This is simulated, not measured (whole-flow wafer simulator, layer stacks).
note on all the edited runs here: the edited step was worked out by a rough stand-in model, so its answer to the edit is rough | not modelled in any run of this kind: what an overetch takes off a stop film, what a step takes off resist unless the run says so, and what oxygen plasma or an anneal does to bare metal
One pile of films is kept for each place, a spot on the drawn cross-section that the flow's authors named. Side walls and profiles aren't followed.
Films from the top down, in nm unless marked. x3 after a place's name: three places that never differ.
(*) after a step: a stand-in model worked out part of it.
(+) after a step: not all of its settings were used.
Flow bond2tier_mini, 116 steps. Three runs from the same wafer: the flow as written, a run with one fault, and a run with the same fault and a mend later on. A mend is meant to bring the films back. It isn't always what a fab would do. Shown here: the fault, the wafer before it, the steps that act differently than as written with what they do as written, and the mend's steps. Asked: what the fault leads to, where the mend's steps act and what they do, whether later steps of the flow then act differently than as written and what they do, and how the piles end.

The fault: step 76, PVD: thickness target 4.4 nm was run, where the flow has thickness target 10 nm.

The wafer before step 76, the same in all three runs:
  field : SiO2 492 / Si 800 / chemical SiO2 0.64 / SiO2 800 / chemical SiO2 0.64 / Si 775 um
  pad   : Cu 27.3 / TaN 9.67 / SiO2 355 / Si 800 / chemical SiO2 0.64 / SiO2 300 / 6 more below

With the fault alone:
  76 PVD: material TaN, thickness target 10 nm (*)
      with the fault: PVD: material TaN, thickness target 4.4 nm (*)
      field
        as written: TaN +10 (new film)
        with the fault: TaN +4.4 (new film)
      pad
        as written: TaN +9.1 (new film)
        with the fault: TaN +4.01 (new film)
  Later steps of the flow that act differently than as written (1 more step differs only slightly, by at most 2% or 0.5 nm, whichever is larger, and isn't shown):
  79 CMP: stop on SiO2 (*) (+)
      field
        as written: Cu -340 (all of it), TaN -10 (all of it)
        with the fault: Cu -340 (all of it), TaN -4.4 (all of it)
  At the end the piles differ from the flow's by more than 2% or 0.5 nm, whichever is larger, at pad.
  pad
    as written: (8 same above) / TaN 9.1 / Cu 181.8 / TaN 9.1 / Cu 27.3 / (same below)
    with the fault: (8 same above) / TaN 9.1 / Cu 186.9 / TaN 4.01 / Cu 27.3 / (same below)

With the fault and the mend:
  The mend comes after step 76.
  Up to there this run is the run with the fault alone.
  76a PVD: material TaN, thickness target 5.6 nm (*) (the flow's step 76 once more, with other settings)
      field
        TaN +5.6
      pad
        TaN +5.09
  No later step of the flow acts differently than as written at any place that is followed.
  At the end the piles are the same as the flow's at every place that both follow.
